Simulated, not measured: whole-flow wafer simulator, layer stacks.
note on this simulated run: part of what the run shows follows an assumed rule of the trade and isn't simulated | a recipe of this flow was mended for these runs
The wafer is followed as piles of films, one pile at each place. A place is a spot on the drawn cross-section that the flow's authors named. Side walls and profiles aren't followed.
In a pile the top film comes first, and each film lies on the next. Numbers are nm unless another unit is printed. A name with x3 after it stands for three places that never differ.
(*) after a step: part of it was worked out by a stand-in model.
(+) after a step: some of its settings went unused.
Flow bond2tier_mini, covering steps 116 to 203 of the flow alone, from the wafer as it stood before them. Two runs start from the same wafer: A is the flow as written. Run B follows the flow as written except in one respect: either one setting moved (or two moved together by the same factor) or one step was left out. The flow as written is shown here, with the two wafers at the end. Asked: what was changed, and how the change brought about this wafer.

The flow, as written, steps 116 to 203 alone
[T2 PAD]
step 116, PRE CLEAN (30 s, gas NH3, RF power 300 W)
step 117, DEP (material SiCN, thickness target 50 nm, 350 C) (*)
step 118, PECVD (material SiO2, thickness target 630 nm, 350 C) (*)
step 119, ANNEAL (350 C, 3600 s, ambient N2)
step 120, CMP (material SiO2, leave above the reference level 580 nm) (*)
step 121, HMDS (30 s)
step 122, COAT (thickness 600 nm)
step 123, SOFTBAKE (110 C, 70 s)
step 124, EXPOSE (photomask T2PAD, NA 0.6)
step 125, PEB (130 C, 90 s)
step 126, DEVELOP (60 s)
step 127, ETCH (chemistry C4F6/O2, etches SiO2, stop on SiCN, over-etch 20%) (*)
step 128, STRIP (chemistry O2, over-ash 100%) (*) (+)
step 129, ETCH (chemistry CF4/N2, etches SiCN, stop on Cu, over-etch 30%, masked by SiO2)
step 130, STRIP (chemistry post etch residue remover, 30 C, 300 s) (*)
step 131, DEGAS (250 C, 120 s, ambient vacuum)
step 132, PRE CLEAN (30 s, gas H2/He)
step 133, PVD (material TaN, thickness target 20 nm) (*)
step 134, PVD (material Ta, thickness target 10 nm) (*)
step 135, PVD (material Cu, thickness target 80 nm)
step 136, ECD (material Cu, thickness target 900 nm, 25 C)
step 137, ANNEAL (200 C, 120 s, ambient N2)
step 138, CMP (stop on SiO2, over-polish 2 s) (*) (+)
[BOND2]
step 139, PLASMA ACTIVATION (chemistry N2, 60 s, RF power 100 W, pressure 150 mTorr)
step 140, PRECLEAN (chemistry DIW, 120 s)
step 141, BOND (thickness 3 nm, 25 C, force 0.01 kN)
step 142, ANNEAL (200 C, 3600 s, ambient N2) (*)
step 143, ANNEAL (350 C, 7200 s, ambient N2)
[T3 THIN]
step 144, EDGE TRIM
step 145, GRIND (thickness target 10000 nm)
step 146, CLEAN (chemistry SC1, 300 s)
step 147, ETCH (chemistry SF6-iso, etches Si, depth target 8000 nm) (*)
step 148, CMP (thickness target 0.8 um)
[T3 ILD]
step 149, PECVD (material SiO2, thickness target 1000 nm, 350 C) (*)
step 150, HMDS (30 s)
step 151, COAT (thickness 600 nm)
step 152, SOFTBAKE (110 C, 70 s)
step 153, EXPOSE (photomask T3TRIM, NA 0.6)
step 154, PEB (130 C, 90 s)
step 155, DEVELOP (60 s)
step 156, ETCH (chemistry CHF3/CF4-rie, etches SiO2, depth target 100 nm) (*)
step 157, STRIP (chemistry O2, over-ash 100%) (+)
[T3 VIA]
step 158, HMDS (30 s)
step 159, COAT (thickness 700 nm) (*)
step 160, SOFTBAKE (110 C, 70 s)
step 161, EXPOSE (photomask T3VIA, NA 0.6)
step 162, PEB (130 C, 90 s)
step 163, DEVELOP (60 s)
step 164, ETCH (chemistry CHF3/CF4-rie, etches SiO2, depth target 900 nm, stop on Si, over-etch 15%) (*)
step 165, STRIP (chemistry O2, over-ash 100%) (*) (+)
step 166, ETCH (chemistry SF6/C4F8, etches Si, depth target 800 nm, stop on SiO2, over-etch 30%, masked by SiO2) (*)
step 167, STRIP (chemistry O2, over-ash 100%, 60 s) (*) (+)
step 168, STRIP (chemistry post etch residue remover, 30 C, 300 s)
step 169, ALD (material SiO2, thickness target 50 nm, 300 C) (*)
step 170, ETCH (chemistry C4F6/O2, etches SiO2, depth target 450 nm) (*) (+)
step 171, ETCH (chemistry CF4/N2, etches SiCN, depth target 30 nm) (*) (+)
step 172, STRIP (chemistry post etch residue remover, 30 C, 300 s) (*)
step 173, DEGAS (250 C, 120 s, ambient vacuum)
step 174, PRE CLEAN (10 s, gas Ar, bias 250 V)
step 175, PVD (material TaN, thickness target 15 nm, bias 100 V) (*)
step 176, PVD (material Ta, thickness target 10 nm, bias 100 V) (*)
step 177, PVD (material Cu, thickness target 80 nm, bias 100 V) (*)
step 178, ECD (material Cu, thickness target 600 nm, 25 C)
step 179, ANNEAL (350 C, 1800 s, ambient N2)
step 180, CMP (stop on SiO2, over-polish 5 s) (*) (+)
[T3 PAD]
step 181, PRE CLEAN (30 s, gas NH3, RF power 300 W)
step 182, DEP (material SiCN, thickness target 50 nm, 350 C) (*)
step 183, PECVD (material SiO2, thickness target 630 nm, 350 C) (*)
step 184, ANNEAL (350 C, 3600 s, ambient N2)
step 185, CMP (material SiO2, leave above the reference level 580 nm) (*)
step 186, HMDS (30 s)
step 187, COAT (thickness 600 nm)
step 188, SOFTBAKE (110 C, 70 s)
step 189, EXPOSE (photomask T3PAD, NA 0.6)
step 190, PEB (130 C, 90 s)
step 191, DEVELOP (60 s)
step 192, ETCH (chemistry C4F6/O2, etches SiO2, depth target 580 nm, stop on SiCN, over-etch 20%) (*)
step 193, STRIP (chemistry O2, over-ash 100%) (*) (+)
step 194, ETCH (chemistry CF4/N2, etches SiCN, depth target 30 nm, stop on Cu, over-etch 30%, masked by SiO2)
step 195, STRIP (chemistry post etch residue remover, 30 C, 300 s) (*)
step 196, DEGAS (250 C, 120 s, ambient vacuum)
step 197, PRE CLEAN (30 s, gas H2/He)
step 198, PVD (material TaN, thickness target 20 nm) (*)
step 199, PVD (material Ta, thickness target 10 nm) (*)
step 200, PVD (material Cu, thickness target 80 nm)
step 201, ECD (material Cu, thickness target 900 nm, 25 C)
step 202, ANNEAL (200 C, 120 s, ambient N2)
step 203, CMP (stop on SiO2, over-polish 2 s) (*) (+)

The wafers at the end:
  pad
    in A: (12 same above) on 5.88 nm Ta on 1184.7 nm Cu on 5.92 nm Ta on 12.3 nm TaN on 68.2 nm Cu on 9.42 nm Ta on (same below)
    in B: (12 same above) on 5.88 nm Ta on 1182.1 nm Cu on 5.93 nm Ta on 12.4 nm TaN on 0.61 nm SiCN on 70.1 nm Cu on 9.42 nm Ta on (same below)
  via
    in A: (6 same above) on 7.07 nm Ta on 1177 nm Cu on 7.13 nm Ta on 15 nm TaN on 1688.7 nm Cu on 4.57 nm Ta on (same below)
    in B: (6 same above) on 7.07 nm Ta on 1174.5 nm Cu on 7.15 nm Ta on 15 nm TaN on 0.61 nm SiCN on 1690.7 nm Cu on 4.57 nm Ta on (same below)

What caused this: step 127, ETCH: over-etch 10.62% was run, whereas the flow has over-etch 20%.

The path from the change to this, step by step:
  step 127, ETCH (chemistry C4F6/O2, etches SiO2, stop on SiCN, over-etch 20%) (*)
      pad, via: A -580 SiO2 (all of it), -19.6 SiCN | B -580 SiO2 (all of it), -10.4 SiCN
      field: A -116 thick-KrF-resist | B -106.9 thick-KrF-resist
  step 129, ETCH (chemistry CF4/N2, etches SiCN, stop on Cu, over-etch 30%, masked by SiO2)
      pad, via: A -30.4 SiCN (all of it), -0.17 Cu | B -39 SiCN
  step 130, STRIP (chemistry post etch residue remover, 30 C, 300 s) (*)
      pad, via: A -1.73 Cu | B nothing
Taking metal films that touch as one body, pad has 4 bodies (between them, from the top down: SiO2 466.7 / Si 800 / chemical SiO2 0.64 / SiO2 300 / SiCN 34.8; SiCN 0.61; SiO2 466.7 / Si 800 / chemical SiO2 0.64 / SiO2 300 / SiCN 34.8); the flow as written gives 3 bodies (between them, from the top down: SiO2 466.7 / Si 800 / chemical SiO2 0.64 / SiO2 300 / SiCN 34.8; SiO2 466.7 / Si 800 / chemical SiO2 0.64 / SiO2 300 / SiCN 34.8).
Taking metal films that touch as one body, via has 2 bodies (between them, from the top down: SiCN 0.61); the flow as written gives 1 body.
